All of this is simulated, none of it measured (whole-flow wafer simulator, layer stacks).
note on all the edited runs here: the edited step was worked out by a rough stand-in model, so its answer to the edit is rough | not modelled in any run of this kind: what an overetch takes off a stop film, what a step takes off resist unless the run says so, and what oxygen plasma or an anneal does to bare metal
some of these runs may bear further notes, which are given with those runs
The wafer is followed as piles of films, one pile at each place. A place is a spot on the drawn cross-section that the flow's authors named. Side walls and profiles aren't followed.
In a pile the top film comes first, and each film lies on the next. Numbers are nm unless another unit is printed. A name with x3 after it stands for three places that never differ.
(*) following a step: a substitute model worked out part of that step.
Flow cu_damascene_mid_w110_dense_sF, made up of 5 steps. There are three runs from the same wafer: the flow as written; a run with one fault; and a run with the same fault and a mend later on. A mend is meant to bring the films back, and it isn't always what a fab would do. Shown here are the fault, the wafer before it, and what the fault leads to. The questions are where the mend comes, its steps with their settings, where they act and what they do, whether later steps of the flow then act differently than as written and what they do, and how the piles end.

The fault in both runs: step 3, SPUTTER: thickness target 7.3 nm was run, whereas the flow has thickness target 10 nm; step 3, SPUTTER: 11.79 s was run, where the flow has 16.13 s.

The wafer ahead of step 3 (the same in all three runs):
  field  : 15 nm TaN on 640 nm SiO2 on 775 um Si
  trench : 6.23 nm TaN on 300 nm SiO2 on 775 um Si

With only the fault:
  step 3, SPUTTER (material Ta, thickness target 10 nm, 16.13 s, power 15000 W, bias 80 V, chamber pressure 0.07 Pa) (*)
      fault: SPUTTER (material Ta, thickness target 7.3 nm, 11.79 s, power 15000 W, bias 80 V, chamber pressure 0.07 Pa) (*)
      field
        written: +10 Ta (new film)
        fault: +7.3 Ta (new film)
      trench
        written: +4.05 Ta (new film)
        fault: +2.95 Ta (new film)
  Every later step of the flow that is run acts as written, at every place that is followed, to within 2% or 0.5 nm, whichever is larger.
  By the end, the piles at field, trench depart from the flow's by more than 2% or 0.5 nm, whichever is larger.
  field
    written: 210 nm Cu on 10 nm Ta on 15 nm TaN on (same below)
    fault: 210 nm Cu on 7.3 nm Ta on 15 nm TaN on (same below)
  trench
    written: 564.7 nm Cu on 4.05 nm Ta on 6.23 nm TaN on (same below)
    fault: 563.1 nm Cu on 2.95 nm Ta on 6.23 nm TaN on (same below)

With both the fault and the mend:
  The mend stands after step 3.
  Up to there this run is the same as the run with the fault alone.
  step 3a, SPUTTER (material Ta, thickness target 2.7 nm, 4.339 s, power 15000 W, bias 80 V, chamber pressure 0.07 Pa) (*) (the flow's step 3 again, with other settings)
      field
        +2.7 Ta
      trench
        +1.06 Ta
  Every later step of the flow that is run acts as written, at every place that is followed, to within 2% or 0.5 nm, whichever is larger.
  The piles end only slightly different from the flow's at the places that both follow, by no more than 2% or 0.5 nm, whichever is larger.
